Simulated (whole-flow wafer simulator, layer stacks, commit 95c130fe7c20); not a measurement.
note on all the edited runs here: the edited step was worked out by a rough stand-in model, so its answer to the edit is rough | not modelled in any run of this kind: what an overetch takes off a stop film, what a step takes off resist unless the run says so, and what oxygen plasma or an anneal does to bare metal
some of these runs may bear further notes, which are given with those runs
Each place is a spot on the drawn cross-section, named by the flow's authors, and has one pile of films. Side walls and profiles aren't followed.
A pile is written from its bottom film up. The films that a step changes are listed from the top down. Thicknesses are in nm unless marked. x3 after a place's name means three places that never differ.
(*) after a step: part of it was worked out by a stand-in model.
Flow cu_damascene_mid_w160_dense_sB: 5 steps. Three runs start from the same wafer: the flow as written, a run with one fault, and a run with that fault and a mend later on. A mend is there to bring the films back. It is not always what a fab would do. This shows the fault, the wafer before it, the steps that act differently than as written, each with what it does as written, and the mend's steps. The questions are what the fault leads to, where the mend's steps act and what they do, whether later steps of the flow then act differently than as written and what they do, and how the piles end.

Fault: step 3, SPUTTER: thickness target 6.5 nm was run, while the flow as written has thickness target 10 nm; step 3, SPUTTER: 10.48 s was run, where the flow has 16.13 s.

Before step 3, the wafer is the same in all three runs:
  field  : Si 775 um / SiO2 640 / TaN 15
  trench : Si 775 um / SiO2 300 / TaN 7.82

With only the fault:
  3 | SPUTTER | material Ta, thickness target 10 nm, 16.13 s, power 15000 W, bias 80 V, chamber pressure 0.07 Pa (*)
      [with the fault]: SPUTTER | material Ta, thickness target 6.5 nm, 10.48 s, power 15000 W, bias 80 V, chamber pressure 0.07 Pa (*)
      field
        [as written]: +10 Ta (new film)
        [with the fault]: +6.5 Ta (new film)
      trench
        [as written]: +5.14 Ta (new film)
        [with the fault]: +3.34 Ta (new film)
  None of the later steps of the flow differs from how it acts as written, at any place that is followed, by more than 2% or 0.5 nm, whichever is larger.
  The piles end different from the flow's at field, trench by more than 2% or 0.5 nm, whichever is larger.
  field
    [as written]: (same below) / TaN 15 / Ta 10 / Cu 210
    [with the fault]: (same below) / TaN 15 / Ta 6.5 / Cu 210
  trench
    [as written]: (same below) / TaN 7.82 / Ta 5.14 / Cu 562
    [with the fault]: (same below) / TaN 7.82 / Ta 3.34 / Cu 560.3

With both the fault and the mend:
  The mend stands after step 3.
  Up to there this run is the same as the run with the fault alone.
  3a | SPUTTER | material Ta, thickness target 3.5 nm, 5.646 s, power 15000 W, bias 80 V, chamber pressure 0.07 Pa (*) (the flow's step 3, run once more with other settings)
      field
        +3.5 Ta
      trench
        +1.77 Ta
  None of the later steps of the flow differs from how it acts as written, at any place that is followed, by more than 2% or 0.5 nm, whichever is larger.
  When the end is reached, the piles differ only a little from the flow's at the places that both follow, at most by 2% or 0.5 nm, whichever is larger.
